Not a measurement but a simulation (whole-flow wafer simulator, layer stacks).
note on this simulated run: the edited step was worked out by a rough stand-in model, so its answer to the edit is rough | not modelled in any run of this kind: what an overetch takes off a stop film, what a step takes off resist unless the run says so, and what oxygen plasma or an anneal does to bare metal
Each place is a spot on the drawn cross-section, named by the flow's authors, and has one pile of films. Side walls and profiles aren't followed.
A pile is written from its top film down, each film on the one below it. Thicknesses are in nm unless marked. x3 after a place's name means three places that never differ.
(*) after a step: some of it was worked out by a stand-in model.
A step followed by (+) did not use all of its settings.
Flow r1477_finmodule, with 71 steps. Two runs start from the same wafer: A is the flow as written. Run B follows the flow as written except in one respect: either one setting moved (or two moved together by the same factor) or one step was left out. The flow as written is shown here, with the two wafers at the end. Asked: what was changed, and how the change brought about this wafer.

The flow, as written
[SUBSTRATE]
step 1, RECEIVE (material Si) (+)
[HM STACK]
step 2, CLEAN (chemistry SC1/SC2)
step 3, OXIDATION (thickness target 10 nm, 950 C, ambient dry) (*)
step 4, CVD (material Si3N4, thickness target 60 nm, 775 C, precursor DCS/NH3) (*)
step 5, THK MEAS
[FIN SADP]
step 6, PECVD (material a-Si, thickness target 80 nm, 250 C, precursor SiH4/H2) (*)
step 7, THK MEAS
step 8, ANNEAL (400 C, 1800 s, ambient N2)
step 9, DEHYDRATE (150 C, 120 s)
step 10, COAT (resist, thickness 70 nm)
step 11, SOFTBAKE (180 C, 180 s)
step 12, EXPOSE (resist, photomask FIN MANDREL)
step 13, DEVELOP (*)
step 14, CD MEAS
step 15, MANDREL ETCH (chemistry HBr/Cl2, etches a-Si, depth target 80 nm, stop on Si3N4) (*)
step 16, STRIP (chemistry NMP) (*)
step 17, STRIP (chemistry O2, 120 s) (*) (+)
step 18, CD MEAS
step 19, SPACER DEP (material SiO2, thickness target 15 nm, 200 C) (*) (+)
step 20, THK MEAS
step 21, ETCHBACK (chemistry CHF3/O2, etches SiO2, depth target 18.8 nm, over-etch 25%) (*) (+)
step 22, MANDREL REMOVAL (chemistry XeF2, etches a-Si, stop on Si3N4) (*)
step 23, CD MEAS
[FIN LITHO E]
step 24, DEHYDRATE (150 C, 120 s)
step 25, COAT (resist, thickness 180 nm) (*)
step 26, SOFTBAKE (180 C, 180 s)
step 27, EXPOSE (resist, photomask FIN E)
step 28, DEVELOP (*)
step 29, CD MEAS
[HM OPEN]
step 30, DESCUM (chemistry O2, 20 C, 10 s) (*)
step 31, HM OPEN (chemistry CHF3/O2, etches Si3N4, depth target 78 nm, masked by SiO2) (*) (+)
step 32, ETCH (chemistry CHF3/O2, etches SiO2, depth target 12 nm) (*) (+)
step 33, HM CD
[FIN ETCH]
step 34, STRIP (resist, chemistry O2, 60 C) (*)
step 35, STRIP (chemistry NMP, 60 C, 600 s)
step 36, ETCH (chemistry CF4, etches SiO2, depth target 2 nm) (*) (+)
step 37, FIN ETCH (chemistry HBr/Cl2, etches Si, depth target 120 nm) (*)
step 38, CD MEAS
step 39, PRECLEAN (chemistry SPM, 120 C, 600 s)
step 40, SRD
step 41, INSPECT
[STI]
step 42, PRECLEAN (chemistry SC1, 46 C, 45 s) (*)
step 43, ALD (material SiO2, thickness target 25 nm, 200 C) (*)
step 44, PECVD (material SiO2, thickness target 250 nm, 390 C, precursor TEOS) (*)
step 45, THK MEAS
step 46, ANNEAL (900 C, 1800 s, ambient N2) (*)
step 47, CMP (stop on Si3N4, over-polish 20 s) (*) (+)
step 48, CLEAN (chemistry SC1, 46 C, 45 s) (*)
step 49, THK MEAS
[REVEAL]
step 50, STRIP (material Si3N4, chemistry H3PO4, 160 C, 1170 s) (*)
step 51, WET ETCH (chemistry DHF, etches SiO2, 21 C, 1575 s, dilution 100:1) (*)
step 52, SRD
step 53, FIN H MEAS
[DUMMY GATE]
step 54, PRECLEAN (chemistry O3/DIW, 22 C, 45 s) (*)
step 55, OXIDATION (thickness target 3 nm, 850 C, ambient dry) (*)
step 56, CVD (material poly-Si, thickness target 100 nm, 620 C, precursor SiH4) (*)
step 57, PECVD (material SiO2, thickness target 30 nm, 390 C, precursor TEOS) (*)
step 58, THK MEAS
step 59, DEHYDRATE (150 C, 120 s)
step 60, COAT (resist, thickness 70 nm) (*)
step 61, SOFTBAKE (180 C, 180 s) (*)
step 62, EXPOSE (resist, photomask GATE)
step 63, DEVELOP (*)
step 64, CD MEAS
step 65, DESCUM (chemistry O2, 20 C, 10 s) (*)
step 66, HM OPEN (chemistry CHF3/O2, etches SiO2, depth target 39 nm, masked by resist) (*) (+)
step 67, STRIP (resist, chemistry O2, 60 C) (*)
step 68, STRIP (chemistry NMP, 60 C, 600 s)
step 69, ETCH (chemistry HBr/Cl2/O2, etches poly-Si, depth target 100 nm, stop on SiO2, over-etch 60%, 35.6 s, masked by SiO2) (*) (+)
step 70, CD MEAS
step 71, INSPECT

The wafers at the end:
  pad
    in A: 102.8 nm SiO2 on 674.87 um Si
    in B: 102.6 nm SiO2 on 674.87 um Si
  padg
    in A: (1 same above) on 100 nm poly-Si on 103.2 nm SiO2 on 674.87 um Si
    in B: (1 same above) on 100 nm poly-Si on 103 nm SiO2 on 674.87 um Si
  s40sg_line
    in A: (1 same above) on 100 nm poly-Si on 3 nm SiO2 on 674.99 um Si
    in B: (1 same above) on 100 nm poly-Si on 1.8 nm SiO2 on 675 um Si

Cause: step 55, OXIDATION: thickness target 1.8 nm was run, while the flow as written has thickness target 3 nm.
The wafer lets one read it off: s40sg_line has SiO2 1.8, and step 55 as written asks for 3 nm.

Step by step, how the change led to this:
  step 55, OXIDATION (thickness target 3 nm, 850 C, ambient dry) (*)
      s40sg_line, s45sg_line, s50sg_line, s40so_line, s45so_line, s50so_line: A SiO2 gains 3 (new film), chemical SiO2 loses 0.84 (all of it), Si loses 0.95 | B SiO2 gains 1.8 (new film), chemical SiO2 loses 0.84 (all of it), Si loses 0.42
